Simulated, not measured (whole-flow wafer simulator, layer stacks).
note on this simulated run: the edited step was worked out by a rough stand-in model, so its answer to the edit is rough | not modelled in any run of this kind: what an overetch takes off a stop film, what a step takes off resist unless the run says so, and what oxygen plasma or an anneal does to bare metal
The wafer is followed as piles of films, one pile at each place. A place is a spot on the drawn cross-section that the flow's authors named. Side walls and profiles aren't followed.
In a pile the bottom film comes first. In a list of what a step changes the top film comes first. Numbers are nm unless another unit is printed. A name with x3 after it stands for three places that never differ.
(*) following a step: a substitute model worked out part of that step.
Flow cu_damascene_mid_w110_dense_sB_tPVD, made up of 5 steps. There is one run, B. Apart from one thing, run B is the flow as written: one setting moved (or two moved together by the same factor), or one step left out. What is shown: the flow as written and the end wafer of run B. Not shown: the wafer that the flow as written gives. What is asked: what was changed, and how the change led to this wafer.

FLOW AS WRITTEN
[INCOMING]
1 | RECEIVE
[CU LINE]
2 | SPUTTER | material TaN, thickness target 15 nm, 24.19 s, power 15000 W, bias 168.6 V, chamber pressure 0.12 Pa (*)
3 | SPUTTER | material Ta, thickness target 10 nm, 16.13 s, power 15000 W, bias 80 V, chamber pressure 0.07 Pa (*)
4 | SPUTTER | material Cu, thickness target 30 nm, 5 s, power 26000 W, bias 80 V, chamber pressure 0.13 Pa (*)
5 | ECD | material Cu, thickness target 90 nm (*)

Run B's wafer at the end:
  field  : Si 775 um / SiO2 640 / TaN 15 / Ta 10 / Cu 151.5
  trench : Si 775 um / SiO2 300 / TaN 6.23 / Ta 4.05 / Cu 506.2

The reason: step 5, ECD: thickness target 121.5 nm was run, while the flow as written has thickness target 90 nm.

How this came from the change, step by step:
  5 | ECD | material Cu, thickness target 90 nm (*)
      field: +121.5 Cu (it would be, as written: +90 Cu)
      trench: +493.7 Cu (it would be, as written: +462.2 Cu)
